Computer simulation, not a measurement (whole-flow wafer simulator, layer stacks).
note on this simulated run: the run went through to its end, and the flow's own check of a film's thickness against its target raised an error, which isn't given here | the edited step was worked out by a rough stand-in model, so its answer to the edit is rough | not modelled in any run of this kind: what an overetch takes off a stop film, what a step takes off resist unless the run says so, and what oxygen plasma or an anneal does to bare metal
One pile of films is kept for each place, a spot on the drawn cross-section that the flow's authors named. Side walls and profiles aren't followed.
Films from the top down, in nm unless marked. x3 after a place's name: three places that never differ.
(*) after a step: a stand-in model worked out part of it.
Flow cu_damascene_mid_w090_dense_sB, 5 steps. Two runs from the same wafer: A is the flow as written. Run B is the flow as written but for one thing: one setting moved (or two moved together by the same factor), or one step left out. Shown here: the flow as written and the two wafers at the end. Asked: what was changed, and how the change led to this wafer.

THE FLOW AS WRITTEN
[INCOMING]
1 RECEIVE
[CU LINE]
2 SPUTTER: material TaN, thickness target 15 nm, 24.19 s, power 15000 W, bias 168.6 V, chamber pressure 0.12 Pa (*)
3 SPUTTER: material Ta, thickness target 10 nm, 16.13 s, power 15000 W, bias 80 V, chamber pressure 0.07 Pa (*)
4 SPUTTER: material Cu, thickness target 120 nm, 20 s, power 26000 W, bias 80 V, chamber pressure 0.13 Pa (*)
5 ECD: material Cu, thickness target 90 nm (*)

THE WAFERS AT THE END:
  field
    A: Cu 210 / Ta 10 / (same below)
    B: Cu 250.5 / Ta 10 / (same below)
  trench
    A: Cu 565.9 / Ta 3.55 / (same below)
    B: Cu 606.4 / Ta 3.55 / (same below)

The cause: step 5, ECD: thickness target 130.5 nm was run, where the flow has thickness target 90 nm.

How the change led to this, step by step:
  5 ECD: material Cu, thickness target 90 nm (*)
      field: A Cu +90 | B Cu +130.5
      trench: A Cu +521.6 | B Cu +562.1
